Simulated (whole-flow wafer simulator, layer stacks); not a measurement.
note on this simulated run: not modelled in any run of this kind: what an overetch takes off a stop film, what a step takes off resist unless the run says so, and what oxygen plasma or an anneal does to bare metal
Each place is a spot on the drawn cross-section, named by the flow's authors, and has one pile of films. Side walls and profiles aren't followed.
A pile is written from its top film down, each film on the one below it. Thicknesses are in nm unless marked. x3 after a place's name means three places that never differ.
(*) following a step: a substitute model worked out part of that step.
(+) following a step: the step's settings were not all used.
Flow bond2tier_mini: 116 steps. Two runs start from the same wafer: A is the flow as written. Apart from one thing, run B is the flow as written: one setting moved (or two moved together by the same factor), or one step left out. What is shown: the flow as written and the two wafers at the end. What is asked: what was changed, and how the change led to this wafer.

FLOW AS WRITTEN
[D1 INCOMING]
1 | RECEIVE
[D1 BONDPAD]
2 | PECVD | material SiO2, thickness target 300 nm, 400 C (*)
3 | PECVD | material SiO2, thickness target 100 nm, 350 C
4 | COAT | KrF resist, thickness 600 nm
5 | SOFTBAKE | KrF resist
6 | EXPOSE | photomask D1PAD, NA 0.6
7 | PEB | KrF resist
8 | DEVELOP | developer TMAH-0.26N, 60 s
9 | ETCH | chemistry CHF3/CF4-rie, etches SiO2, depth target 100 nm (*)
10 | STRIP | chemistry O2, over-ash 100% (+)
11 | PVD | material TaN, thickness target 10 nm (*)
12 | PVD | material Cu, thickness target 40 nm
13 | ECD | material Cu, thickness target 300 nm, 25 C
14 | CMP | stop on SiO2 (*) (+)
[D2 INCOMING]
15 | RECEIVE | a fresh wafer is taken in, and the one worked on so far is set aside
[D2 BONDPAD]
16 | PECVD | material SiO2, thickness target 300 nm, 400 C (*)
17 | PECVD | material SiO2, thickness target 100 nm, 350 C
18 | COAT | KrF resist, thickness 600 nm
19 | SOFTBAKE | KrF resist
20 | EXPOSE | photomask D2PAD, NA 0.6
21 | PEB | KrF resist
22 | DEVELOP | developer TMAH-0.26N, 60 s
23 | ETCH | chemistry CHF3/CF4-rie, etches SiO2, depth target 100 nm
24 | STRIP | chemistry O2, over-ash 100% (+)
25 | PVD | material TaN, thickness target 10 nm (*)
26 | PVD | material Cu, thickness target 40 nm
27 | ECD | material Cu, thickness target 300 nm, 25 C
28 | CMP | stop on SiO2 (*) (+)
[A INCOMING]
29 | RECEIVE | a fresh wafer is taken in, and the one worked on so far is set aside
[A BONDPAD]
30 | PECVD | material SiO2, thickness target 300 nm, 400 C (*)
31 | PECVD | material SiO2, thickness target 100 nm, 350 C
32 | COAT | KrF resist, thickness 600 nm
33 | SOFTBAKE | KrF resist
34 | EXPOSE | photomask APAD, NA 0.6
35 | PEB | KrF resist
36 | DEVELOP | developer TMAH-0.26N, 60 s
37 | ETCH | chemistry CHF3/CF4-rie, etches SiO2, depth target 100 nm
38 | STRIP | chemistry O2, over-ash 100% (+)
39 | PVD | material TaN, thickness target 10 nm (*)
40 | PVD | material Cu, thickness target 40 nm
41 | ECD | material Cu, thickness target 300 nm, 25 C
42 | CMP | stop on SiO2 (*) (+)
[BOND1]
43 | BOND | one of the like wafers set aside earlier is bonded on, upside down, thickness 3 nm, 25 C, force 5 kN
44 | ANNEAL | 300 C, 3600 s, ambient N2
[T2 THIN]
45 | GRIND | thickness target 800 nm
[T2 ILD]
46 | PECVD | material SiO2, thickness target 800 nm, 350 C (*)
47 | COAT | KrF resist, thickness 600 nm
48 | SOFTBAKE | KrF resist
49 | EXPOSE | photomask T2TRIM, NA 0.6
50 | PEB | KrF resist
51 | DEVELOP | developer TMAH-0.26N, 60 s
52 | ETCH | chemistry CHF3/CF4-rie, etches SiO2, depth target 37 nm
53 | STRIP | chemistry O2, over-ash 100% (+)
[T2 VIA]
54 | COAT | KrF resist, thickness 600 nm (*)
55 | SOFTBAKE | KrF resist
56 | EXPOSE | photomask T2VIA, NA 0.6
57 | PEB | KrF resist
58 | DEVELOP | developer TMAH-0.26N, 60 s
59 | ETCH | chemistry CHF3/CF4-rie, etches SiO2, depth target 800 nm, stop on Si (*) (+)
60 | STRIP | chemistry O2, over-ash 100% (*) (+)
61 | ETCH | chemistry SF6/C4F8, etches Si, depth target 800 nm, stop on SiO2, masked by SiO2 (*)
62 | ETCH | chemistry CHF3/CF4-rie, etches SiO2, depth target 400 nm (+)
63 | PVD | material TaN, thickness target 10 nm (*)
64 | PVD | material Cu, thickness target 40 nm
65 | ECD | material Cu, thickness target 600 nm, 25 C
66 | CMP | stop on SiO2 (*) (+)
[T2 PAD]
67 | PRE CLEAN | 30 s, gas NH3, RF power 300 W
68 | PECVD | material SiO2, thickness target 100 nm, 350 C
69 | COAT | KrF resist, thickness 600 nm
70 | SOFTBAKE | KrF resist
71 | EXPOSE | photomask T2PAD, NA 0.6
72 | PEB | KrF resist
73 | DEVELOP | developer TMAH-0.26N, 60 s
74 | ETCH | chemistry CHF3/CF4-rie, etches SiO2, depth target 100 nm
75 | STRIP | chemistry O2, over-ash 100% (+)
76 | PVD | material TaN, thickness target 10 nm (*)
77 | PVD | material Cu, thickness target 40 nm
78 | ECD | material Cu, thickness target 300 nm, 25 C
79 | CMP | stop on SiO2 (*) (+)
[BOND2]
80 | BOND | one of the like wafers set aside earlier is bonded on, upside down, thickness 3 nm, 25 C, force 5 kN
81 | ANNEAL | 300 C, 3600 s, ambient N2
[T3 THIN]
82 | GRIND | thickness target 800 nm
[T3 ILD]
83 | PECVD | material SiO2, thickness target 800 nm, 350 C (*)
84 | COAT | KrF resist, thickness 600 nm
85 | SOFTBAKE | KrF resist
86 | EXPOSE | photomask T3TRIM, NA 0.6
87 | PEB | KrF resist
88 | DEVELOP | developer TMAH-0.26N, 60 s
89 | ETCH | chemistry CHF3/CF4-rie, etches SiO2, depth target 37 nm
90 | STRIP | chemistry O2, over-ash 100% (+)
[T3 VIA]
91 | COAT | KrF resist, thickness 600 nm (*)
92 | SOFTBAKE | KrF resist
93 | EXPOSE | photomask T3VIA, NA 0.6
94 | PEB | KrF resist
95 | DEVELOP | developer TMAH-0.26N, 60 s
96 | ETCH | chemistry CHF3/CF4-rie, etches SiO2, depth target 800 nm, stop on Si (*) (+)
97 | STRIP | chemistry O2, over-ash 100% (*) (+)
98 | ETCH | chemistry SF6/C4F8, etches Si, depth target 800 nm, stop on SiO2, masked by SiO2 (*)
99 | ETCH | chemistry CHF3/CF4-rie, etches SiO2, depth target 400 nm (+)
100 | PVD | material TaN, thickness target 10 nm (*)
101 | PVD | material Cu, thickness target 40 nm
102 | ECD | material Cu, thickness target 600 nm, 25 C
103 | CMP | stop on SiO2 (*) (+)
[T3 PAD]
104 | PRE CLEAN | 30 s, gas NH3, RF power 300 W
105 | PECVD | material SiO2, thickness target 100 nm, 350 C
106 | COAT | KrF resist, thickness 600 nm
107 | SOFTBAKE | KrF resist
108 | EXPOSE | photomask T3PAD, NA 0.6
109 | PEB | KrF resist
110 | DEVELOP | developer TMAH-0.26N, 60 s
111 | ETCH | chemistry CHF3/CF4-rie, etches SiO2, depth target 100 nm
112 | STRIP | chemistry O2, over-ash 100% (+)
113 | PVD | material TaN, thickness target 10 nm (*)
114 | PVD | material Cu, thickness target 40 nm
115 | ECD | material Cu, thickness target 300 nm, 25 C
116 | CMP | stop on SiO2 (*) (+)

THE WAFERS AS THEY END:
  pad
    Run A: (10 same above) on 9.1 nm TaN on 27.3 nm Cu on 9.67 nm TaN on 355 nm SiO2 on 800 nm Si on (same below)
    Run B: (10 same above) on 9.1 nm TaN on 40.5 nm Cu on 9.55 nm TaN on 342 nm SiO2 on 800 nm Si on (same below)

The reason: step 52, ETCH: depth target 50 nm was run, whereas the flow has depth target 37 nm.

How this came from the change, step by step:
  52 | ETCH | chemistry CHF3/CF4-rie, etches SiO2, depth target 37 nm
      pad, via: A -37 SiO2 | B -50 SiO2
      field: A -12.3 KrF resist | B -16.7 KrF resist
  65 | ECD | material Cu, thickness target 600 nm, 25 C
      pad: A +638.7 Cu | B +652.3 Cu
